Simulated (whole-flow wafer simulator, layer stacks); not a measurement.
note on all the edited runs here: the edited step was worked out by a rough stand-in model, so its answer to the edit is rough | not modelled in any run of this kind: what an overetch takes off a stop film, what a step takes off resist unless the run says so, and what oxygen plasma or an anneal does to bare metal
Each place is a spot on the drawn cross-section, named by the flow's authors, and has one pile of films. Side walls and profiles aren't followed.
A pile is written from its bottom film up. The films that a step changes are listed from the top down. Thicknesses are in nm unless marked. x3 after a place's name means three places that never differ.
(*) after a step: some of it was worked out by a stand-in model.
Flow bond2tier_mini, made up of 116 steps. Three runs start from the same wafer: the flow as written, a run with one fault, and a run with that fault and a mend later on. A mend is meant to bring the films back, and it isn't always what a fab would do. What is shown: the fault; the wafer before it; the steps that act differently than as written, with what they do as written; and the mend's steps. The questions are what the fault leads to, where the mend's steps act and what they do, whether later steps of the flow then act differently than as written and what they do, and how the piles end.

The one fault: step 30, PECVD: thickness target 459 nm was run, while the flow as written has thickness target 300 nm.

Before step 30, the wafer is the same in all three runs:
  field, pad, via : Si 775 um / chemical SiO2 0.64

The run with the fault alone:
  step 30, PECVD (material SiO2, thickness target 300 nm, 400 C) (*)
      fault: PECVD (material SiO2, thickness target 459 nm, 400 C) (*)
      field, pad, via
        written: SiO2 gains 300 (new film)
        fault: SiO2 gains 459 (new film)
  Later steps of the flow that are run all act as written at every place that is followed.
  By the end, the piles at field, pad depart from the flow's by more than 2% or 0.5 nm, whichever is larger.
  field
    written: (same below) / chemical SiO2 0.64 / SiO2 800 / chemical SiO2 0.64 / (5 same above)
    fault: (same below) / chemical SiO2 0.64 / SiO2 959 / chemical SiO2 0.64 / (5 same above)
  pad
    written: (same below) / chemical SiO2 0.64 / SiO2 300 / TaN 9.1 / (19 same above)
    fault: (same below) / chemical SiO2 0.64 / SiO2 459 / TaN 9.1 / (19 same above)

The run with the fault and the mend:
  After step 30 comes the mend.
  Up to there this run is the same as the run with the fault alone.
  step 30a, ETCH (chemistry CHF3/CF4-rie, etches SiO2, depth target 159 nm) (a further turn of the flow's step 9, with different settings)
      field, pad, via
        SiO2 loses 159
  Later steps of the flow that are run all act as written at every place that is followed.
  By the end, the piles equal the flow's at every place that both follow.
